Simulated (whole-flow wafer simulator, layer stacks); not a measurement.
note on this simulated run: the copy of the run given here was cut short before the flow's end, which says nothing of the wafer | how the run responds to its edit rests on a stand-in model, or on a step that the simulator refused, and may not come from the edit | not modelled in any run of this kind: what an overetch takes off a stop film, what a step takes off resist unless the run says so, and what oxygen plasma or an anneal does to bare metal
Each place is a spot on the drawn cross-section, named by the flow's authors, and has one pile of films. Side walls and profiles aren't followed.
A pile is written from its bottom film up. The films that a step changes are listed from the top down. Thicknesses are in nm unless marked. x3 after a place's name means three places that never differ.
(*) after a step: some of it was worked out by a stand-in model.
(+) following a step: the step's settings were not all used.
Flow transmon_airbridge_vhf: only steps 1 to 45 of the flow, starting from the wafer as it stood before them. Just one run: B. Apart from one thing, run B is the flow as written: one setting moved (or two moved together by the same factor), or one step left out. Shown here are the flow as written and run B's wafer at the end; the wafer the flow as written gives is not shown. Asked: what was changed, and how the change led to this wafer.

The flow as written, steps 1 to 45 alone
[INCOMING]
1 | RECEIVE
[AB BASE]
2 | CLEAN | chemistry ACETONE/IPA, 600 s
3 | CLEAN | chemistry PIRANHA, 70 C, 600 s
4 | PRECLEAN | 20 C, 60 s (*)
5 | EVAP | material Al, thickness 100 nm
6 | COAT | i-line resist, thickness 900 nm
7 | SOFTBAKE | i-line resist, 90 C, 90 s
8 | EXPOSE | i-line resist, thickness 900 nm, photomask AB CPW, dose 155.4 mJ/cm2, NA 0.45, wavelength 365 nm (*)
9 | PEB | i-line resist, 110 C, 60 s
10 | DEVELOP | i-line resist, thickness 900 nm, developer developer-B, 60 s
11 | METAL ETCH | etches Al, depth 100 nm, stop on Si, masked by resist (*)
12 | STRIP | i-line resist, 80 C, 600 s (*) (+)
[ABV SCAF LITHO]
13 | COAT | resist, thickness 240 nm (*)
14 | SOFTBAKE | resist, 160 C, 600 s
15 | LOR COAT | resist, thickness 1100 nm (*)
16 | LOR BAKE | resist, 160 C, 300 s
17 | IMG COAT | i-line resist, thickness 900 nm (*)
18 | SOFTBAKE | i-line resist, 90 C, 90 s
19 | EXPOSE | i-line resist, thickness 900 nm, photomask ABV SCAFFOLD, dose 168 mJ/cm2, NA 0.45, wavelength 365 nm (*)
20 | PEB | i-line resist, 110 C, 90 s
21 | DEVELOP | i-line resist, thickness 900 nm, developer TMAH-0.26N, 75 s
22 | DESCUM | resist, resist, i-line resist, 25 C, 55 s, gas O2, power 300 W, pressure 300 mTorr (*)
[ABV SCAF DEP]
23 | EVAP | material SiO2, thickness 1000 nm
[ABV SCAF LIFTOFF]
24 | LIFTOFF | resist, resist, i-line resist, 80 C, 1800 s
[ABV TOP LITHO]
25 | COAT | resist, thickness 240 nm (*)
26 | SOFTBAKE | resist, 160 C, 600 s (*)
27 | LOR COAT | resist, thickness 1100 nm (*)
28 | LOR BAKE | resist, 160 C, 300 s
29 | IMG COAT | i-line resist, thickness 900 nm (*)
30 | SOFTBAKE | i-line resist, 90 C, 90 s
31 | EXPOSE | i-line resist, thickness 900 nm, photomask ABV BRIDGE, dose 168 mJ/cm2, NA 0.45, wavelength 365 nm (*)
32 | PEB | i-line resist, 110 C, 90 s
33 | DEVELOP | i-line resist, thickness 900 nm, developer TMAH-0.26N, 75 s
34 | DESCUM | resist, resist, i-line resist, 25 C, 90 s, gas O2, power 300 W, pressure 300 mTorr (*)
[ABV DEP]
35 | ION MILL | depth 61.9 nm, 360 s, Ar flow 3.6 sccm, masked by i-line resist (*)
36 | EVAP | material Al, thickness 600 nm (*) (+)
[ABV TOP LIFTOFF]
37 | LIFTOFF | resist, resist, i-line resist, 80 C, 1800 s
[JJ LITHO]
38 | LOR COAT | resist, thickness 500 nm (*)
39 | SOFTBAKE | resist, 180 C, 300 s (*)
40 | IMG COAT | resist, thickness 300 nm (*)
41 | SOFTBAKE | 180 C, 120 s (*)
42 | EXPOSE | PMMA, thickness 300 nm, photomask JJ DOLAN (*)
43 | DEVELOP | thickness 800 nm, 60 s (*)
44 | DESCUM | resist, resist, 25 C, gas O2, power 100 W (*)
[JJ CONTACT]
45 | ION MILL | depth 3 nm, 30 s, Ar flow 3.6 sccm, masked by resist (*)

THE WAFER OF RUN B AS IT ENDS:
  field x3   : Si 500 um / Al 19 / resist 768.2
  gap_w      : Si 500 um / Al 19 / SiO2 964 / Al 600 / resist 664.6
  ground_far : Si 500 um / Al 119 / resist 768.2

What caused this: step 5, EVAP: thickness 119 nm was run, though the flow has thickness 100 nm.
The wafer itself shows it: ground_far has Al 119, and step 5 as written asks for 100 nm.

The path from the change to this, step by step:
  5 | EVAP | material Al, thickness 100 nm
      field x3, jj_line, ground_far and 12 more: +119 Al (new film) (it would be, as written: +100 Al (new film))
  11 | METAL ETCH | etches Al, depth 100 nm, stop on Si, masked by resist (*)
      field x3, jj_line, gap_w, gap_e: -100 Al (it would be, as written: -100 Al (all of it))
  45 | ION MILL | depth 3 nm, 30 s, Ar flow 3.6 sccm, masked by resist (*)
      jj_line: -19 Al (all of it), -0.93 Si (it would be, as written: -11.6 Si)
With metal films that touch counted as one body, field x3 has 1 body; the flow as written gives 0 bodies.
With metal films that touch counted as one body, gap_w has 2 bodies (between them, from the top down: SiO2 964); the flow as written gives 1 body.
